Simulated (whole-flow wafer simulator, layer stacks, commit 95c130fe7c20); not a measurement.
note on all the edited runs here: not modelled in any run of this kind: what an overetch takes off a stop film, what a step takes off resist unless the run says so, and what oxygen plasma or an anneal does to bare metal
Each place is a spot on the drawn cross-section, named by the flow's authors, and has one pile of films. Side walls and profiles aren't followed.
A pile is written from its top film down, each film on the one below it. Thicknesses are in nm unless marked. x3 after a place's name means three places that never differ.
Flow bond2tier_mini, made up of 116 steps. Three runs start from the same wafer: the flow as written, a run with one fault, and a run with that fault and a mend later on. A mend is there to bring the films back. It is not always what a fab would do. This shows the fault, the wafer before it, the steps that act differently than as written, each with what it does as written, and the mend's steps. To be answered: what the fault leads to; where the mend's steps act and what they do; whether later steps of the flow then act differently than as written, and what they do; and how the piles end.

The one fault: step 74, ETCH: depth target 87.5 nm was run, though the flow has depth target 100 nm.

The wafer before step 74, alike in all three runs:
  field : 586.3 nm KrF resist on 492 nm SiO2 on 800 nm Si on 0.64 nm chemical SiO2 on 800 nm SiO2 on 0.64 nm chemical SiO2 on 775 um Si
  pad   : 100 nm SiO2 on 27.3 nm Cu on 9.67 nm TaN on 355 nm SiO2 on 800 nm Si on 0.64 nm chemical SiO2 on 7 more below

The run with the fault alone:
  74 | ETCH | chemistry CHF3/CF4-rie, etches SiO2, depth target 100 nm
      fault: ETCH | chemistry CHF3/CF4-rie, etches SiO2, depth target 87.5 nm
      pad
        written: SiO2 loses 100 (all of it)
        fault: SiO2 loses 87.5
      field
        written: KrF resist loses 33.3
        fault: KrF resist loses 29.2
  Later steps of the flow acting differently than as written (not shown: 3 more steps that differ only slightly, by at most 2% or 0.5 nm, whichever is larger):
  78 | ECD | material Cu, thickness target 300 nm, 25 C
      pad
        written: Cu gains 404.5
        fault: Cu gains 391.4
  At pad, the piles at the end differ from the flow's by more than 2% or 0.5 nm, whichever is larger.
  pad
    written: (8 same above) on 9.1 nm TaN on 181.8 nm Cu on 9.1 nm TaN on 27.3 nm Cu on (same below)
    fault: (8 same above) on 9.1 nm TaN on 169.2 nm Cu on 9.21 nm TaN on 12.5 nm SiO2 on 27.3 nm Cu on (same below)

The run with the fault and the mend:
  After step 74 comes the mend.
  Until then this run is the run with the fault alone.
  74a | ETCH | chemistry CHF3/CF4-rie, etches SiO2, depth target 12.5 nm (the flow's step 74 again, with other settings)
      field
        KrF resist loses 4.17
      pad
        SiO2 loses 12.5 (all of it)
  None of the later steps of the flow acts differently than as written at any place that is followed.
  By the end, the piles equal the flow's at every place that both follow.
